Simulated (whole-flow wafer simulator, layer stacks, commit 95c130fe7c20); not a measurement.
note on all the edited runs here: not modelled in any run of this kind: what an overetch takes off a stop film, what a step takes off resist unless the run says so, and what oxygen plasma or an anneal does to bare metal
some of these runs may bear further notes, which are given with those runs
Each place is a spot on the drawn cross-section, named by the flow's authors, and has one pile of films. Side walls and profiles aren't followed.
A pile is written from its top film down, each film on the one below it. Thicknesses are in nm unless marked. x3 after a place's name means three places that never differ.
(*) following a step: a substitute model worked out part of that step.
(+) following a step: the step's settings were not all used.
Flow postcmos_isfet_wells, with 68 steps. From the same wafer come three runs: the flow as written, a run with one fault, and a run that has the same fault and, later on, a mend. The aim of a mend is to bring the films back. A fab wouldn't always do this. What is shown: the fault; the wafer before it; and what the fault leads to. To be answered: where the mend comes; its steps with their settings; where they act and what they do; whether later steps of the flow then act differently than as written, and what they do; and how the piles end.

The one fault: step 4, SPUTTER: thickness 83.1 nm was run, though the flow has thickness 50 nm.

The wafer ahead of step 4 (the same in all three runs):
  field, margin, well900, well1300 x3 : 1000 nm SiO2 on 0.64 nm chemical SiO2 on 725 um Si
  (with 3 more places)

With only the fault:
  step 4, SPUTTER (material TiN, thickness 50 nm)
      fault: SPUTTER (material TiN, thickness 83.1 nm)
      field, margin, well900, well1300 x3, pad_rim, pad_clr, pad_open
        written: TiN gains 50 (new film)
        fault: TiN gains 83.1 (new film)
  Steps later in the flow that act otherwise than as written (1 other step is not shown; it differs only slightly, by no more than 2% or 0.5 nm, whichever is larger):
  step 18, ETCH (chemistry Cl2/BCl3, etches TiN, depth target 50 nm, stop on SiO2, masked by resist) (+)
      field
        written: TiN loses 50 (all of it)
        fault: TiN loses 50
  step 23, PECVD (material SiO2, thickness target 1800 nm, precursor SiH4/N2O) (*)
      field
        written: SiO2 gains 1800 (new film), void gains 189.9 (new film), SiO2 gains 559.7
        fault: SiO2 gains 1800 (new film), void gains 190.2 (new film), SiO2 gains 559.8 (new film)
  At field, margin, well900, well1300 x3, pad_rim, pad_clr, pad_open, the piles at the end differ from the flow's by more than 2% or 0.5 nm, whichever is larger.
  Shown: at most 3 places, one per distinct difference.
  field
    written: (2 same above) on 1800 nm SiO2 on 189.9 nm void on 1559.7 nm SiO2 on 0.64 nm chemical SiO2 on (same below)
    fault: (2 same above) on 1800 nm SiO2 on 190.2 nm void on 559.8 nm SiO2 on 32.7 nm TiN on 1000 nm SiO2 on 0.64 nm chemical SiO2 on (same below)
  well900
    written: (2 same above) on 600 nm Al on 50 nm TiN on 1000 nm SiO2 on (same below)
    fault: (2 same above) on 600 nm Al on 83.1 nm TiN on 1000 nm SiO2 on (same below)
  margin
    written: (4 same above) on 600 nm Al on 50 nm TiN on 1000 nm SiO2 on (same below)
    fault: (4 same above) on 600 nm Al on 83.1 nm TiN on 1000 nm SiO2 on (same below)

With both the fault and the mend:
  The mend stands after step 4.
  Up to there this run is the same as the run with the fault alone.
  step 4a, ETCH (chemistry peroxide tin strip, depth target 95.56 nm)
      field, margin, well900, well1300 x3, pad_rim, pad_clr, pad_open
        TiN loses 83.1 (all of it)
  step 4b, SPUTTER (material TiN, thickness 50 nm) (the flow's step 4 again)
      field, margin, well900, well1300 x3, pad_rim, pad_clr, pad_open
        TiN gains 50 (new film)
  None of the later steps of the flow acts differently than as written at any place that is followed.
  At every place that both follow, the piles at the end match the flow's.
